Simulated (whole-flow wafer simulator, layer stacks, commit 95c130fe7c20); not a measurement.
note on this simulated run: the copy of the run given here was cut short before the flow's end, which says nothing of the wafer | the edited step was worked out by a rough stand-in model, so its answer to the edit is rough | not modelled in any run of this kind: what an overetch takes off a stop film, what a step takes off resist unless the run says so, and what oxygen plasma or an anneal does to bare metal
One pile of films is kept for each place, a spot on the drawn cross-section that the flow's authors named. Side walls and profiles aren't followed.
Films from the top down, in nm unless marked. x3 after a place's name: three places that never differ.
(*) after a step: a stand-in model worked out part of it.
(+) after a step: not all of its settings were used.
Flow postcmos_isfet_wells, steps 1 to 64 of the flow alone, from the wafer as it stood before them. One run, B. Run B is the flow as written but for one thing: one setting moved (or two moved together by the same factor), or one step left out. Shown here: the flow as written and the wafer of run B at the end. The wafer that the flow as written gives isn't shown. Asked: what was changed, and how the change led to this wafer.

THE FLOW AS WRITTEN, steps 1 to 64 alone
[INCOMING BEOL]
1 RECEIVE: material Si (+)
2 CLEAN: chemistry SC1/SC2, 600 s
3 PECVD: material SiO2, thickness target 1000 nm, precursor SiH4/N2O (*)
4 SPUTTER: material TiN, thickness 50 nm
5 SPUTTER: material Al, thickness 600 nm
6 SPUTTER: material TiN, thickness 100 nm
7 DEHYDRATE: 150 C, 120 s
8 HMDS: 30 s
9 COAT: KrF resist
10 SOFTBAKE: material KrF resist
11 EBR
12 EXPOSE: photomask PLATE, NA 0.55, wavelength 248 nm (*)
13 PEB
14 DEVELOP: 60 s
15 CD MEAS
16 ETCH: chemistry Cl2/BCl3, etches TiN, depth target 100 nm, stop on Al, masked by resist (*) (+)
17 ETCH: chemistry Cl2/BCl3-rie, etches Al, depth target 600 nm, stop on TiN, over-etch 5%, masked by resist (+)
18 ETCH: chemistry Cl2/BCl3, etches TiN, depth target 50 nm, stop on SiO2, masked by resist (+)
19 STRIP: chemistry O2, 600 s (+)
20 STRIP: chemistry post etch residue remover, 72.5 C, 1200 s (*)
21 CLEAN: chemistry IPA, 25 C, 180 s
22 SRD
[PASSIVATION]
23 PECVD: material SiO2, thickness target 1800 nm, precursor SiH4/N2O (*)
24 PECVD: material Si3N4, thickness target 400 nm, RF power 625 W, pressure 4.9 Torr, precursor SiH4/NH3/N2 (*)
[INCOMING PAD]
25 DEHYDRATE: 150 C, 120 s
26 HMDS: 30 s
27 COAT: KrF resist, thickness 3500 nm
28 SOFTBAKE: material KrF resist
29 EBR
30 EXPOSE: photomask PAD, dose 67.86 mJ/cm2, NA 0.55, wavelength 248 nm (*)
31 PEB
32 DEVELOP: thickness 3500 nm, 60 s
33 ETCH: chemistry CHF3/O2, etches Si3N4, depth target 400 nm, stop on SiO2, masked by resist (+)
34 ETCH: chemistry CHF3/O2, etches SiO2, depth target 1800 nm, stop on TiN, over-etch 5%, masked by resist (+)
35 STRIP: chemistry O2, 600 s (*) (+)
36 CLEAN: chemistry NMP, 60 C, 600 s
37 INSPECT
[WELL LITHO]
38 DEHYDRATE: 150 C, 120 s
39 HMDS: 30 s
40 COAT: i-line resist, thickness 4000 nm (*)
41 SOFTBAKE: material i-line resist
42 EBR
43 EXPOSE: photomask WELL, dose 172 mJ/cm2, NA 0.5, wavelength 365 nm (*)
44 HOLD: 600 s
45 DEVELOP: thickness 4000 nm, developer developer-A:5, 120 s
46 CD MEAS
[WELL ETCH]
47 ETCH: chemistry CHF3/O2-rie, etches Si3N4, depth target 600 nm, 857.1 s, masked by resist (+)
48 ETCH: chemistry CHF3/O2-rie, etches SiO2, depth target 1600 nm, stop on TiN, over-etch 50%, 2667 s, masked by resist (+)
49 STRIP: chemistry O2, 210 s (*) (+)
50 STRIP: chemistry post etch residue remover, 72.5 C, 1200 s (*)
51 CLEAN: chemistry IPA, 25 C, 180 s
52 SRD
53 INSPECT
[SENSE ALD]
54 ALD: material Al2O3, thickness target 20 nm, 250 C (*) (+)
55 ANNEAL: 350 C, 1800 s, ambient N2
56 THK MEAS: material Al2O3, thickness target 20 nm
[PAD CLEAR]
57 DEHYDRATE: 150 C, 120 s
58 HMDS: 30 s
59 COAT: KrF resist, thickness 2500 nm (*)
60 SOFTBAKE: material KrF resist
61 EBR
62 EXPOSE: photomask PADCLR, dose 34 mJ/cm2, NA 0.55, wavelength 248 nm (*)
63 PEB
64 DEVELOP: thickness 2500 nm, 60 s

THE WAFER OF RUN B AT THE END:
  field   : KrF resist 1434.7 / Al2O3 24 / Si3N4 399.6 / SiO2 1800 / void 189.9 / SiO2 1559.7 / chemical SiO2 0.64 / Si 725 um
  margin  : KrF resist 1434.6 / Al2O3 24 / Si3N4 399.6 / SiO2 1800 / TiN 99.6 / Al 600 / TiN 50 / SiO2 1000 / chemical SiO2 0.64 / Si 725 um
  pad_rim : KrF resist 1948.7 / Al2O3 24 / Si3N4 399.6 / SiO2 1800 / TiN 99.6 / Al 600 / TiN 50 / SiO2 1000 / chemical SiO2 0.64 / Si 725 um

The cause: step 54, ALD: thickness target 24 nm was run, where the flow has thickness target 20 nm.
It can be read off the wafer: field has Al2O3 24, and step 54 as written asks for 20 nm.

How the change led to this, step by step:
  54 ALD: material Al2O3, thickness target 20 nm, 250 C (*) (+)
      field, margin, well900, well1300 x3, pad_rim, pad_clr, pad_open: Al2O3 +24 (new film) (as written it would be: Al2O3 +20 (new film))
